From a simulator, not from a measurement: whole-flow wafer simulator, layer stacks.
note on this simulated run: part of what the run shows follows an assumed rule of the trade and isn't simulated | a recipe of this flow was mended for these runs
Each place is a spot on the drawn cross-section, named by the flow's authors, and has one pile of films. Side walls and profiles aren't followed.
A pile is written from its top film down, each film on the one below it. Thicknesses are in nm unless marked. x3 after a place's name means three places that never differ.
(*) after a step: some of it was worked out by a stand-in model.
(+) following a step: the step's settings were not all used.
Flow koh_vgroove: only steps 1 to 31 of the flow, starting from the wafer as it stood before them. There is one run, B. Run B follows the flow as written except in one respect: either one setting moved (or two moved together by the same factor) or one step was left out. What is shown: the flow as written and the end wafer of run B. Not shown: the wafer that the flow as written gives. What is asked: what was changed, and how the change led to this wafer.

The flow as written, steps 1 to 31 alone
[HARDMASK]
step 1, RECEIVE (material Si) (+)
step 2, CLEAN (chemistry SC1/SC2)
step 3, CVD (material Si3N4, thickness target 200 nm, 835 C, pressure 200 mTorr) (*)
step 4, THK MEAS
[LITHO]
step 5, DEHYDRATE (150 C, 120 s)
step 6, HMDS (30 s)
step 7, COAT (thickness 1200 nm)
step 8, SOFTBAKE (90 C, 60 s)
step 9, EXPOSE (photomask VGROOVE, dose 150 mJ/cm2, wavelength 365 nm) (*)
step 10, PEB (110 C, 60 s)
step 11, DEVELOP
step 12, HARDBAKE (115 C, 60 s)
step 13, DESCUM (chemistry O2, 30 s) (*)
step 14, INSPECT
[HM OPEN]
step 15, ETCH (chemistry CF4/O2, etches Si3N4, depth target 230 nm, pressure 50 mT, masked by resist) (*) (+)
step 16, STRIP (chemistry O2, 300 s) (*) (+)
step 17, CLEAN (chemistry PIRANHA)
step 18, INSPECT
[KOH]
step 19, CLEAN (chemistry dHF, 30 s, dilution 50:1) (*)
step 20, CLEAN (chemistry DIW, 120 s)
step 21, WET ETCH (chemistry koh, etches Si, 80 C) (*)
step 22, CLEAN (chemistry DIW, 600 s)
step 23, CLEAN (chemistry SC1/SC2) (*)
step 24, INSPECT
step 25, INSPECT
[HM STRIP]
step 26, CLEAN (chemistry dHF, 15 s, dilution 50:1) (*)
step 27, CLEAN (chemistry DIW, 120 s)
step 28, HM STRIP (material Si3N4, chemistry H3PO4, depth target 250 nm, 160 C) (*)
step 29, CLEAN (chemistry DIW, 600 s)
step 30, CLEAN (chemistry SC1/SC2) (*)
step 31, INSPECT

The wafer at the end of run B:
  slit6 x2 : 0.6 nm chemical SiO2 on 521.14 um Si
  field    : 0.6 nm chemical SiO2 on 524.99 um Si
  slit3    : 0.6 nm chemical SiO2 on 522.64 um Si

Cause: step 3, CVD: thickness target 110 nm was run, while the flow as written has thickness target 200 nm.

Step by step, how the change led to this:
  step 3, CVD (material Si3N4, thickness target 200 nm, 835 C, pressure 200 mTorr) (*)
      field, slit3, slit2, slit6 x2: Si3N4 gains 110 (new film) (as written it would have been: Si3N4 gains 200 (new film))
  step 15, ETCH (chemistry CF4/O2, etches Si3N4, depth target 230 nm, pressure 50 mT, masked by resist) (*) (+)
      slit3, slit2, slit6 x2: Si3N4 loses 110 (all of it), chemical SiO2 loses 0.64 (all of it), Si loses 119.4 (as written it would have been: Si3N4 loses 200 (all of it), chemical SiO2 loses 0.64 (all of it), Si loses 29.4)
  step 28, HM STRIP (material Si3N4, chemistry H3PO4, depth target 250 nm, 160 C) (*)
      field: Si3N4 loses 108.7 (all of it), chemical SiO2 loses 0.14, Si loses 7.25 (as written it would have been: Si3N4 loses 198.7 (all of it), chemical SiO2 loses 0.14, Si loses 2.75)
